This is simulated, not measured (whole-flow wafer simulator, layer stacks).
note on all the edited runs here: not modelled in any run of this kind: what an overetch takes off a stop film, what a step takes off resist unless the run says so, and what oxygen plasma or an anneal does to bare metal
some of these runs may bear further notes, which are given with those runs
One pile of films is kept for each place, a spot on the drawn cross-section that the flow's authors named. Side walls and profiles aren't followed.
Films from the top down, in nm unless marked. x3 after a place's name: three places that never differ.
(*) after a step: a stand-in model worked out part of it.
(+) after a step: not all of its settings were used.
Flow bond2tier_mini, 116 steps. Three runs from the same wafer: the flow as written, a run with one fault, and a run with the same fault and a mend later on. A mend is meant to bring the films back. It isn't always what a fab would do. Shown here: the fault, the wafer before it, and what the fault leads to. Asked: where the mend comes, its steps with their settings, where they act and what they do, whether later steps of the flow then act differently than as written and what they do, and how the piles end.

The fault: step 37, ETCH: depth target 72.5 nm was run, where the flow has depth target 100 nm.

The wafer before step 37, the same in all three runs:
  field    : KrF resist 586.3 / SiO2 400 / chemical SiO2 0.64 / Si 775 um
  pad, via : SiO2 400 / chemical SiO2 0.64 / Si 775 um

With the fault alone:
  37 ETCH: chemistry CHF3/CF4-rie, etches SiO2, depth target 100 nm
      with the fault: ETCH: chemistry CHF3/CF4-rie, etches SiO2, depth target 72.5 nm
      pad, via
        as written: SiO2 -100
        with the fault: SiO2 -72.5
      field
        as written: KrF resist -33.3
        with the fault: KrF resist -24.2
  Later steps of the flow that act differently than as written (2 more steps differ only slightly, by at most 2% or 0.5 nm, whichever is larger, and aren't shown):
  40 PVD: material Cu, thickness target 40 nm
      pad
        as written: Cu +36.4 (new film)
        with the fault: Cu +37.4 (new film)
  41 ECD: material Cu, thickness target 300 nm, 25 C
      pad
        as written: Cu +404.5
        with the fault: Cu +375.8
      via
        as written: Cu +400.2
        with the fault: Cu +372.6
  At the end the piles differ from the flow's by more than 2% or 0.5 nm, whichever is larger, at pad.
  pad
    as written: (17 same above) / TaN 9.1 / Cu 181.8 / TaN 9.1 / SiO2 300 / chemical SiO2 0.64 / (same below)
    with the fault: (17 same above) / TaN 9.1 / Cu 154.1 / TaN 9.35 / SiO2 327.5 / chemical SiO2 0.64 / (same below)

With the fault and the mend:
  The mend comes after step 38.
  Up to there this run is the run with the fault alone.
  38a COAT: KrF resist, thickness 600 nm (*) (the flow's step 32 once more)
      field
        KrF resist +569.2 (new film)
      pad
        KrF resist +632.1 (new film)
      via
        KrF resist +628.1 (new film)
  38b SOFTBAKE: KrF resist (the flow's step 33 once more)
      changes no film at any place that is followed
  38c EXPOSE: photomask APAD, NA 0.6 (the flow's step 34 once more)
      changes no film at any place that is followed
  38d PEB: KrF resist (the flow's step 35 once more)
      changes no film at any place that is followed
  38e DEVELOP: developer TMAH-0.26N, 60 s (the flow's step 36 once more)
      field
        KrF resist -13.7
      pad
        KrF resist -632.1 (all of it)
      via
        KrF resist -628.1 (all of it)
  38f ETCH: chemistry CHF3/CF4-rie, etches SiO2, depth target 27.5 nm (the flow's step 37 once more, with other settings)
      pad, via
        SiO2 -27.5
      field
        KrF resist -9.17
  38g STRIP: chemistry O2, over-ash 100% (+) (the flow's step 38 once more)
      field
        KrF resist -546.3 (all of it)
  No later step of the flow acts differently than as written at any place that is followed.
  At the end the piles are the same as the flow's at every place that both follow.
